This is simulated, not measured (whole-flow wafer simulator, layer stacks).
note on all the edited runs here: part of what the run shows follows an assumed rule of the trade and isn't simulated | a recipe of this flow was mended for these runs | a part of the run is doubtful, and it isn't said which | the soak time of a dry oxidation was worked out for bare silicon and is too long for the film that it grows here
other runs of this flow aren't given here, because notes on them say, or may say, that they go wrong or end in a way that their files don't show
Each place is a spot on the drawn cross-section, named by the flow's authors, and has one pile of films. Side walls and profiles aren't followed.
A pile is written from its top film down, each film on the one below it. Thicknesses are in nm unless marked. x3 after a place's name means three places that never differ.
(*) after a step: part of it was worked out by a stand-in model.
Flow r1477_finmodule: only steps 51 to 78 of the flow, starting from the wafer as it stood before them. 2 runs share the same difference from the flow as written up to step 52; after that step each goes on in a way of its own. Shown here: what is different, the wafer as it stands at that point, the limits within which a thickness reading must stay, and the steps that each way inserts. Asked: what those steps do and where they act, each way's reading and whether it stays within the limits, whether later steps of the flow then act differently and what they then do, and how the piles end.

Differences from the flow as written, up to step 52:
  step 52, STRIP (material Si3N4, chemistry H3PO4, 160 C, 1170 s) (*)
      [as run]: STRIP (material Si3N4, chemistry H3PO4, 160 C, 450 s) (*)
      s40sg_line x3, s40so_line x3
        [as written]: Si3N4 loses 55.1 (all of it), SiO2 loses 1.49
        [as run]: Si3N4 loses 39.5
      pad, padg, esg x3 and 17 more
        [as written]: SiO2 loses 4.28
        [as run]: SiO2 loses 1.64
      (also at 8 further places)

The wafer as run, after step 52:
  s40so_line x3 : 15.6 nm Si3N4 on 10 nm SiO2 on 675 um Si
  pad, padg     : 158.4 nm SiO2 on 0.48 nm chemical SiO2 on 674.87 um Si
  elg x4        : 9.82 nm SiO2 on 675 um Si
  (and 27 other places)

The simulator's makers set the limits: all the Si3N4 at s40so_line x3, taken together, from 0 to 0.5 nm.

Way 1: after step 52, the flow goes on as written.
  The reading taken after step 52 is 15.6 nm, which is outside the limits.
  Steps further on in the flow that do not act as written (1 other step is not shown; it differs only slightly, by no more than 2% or 0.5 nm, whichever is larger):
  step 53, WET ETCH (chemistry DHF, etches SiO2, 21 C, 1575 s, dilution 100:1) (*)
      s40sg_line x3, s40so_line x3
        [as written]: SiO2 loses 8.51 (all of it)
        [this way]: Si3N4 loses 4.28
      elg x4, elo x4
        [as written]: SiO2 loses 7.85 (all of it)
        [this way]: SiO2 loses 9.82 (all of it)
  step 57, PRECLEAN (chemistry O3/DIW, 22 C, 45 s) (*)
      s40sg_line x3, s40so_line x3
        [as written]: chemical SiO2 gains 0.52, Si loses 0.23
        [this way]: nothing
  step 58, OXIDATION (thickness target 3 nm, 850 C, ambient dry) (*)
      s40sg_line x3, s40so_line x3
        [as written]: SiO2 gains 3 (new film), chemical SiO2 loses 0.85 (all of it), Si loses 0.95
        [this way]: nothing
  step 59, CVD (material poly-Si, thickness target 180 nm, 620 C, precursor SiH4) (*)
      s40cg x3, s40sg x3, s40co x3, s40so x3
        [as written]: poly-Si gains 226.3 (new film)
        [this way]: poly-Si gains 243.3 (new film)
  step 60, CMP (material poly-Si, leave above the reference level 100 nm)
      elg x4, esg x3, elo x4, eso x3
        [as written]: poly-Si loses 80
        [this way]: poly-Si loses 60.4
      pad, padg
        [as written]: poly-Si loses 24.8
        [this way]: poly-Si loses 7.75
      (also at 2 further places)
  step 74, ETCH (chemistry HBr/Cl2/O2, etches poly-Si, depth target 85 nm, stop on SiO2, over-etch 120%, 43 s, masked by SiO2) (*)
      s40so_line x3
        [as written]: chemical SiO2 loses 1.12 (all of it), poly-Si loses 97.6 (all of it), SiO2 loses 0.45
        [this way]: chemical SiO2 loses 1.12 (all of it), poly-Si loses 97.6 (all of it), Si3N4 loses 11.3 (all of it)
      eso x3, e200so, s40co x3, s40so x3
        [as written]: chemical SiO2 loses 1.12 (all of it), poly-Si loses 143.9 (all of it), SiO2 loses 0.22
        [this way]: chemical SiO2 loses 1.12 (all of it), poly-Si loses 160.9 (all of it), SiO2 loses 0.13
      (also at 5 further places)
  The piles end different from the flow's at pad, padg, elg x4 and 26 more by more than 2% or 0.5 nm, whichever is larger.
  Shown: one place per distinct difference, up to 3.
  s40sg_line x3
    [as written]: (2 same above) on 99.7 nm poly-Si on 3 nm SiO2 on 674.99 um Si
    [this way]: (2 same above) on 99.7 nm poly-Si on 11.3 nm Si3N4 on 10 nm SiO2 on 675 um Si
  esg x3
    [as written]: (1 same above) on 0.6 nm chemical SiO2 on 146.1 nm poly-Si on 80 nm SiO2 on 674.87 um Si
    [this way]: (1 same above) on 0.6 nm chemical SiO2 on 163.1 nm poly-Si on 82.6 nm SiO2 on 674.87 um Si
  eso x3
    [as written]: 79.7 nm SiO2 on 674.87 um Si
    [this way]: 82.4 nm SiO2 on 674.87 um Si

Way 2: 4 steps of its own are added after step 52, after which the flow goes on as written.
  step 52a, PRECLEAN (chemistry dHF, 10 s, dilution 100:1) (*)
      esg x3, e200sg, s40cg x3, s40sg x3, eso x3, e200so, s40co x3, s40so x3
        SiO2 loses 0.52
      elg x4, elo x4
        SiO2 loses 0.44
      s40sg_line x3, s40so_line x3
        Si3N4 loses 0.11
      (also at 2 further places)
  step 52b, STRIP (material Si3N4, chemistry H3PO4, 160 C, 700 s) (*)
      pad, padg, esg x3 and 17 more
        SiO2 loses 2.56
      elg x4, elo x4
        SiO2 loses 1.92
      s40sg_line x3, s40so_line x3
        Si3N4 loses 15.5 (all of it), SiO2 loses 1.43
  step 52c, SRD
      does not change any film at any place that is followed
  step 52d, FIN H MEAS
      does not change any film at any place that is followed
  The reading taken after step 52d is 0 nm, which is within the limits.
  None of the later steps of the flow differs from how it acts as written, at any place that is followed, by more than 2% or 0.5 nm, whichever is larger.
  When the end is reached, the piles differ only a little from the flow's at the places that both follow, at most by 2% or 0.5 nm, whichever is larger.

Inside the limits: way 2. Outside the limits: way 1.
